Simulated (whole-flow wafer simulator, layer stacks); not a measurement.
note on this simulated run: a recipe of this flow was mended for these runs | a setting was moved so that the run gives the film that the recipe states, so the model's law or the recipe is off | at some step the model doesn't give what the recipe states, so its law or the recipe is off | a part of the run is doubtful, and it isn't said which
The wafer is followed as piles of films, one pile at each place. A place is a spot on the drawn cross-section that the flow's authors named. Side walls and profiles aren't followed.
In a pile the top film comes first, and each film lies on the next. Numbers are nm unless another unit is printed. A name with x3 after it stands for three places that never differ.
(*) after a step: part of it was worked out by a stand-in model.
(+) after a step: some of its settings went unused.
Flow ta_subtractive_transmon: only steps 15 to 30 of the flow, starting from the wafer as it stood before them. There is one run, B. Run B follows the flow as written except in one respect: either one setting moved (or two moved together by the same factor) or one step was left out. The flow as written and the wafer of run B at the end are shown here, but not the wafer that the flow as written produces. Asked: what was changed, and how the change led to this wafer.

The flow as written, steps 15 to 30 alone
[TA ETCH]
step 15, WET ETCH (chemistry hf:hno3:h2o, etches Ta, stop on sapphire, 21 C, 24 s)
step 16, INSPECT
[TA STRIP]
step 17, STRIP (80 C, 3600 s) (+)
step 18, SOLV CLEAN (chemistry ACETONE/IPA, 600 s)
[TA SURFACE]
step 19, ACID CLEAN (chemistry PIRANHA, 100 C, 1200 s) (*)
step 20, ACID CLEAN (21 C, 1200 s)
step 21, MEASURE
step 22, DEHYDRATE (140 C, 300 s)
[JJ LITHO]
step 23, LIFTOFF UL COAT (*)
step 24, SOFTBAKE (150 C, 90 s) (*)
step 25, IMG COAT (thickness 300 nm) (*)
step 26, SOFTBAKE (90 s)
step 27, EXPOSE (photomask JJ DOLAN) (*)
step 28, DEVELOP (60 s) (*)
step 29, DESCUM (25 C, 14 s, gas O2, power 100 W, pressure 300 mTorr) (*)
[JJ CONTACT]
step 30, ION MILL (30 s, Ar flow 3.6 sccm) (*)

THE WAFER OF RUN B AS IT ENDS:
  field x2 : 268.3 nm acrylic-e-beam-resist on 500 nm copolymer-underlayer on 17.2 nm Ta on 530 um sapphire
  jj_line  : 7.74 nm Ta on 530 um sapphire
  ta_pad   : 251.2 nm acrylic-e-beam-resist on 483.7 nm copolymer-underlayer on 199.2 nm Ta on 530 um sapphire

The reason: step 15, WET ETCH: 18.2 s was run, while the flow as written has 24 s.

Step by step, how the change led to this:
  step 15, WET ETCH (chemistry hf:hno3:h2o, etches Ta, stop on sapphire, 21 C, 24 s)
      field x2, jj_line, lead: Ta loses 182 (it would be, as written: Ta loses 199.7 (all of it))
  step 30, ION MILL (30 s, Ar flow 3.6 sccm) (*)
      jj_line, lead: Ta loses 9.45 (it would be, as written: sapphire loses 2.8)
Taking metal films that touch as one body, field x2 has 1 body; the flow as written gives 0 bodies.
Taking metal films that touch as one body, jj_line has 1 body; the flow as written gives 0 bodies.
